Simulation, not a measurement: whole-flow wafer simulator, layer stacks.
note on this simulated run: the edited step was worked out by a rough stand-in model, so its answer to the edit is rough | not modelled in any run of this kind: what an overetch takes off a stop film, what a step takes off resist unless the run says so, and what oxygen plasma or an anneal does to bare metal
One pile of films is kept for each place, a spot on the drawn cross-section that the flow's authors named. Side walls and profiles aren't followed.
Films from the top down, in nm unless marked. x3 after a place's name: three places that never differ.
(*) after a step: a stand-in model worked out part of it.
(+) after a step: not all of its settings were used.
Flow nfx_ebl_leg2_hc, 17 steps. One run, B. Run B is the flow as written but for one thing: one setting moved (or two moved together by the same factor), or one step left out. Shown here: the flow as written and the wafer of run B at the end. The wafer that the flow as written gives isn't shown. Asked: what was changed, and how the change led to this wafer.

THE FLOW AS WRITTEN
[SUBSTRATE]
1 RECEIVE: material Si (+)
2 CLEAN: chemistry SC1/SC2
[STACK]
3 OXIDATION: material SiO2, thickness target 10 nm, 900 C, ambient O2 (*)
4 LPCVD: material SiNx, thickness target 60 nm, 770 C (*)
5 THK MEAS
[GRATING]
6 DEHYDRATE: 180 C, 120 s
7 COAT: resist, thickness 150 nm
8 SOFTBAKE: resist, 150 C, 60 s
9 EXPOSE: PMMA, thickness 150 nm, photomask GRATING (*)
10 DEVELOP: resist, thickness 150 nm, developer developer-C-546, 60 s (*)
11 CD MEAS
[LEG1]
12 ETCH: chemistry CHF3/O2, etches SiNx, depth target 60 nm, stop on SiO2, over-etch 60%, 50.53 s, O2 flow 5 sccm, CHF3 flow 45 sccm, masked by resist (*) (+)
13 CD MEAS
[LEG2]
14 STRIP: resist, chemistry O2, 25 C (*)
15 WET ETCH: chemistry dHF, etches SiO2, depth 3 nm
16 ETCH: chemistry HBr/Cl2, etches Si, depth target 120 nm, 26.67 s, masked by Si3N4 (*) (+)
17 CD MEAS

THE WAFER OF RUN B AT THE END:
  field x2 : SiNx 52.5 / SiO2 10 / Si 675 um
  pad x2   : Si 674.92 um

The cause: step 16, ETCH: depth target 78.7 nm was run, where the flow has depth target 120 nm; step 16, ETCH: 17.49 s was run, where the flow has 26.67 s.

How the change led to this, step by step:
  16 ETCH: chemistry HBr/Cl2, etches Si, depth target 120 nm, 26.67 s, masked by Si3N4 (*) (+)
      field x2: SiNx -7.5 (as written it would be: SiNx -11.4)
      pad x2: Si -78.7 (as written it would be: Si -120)
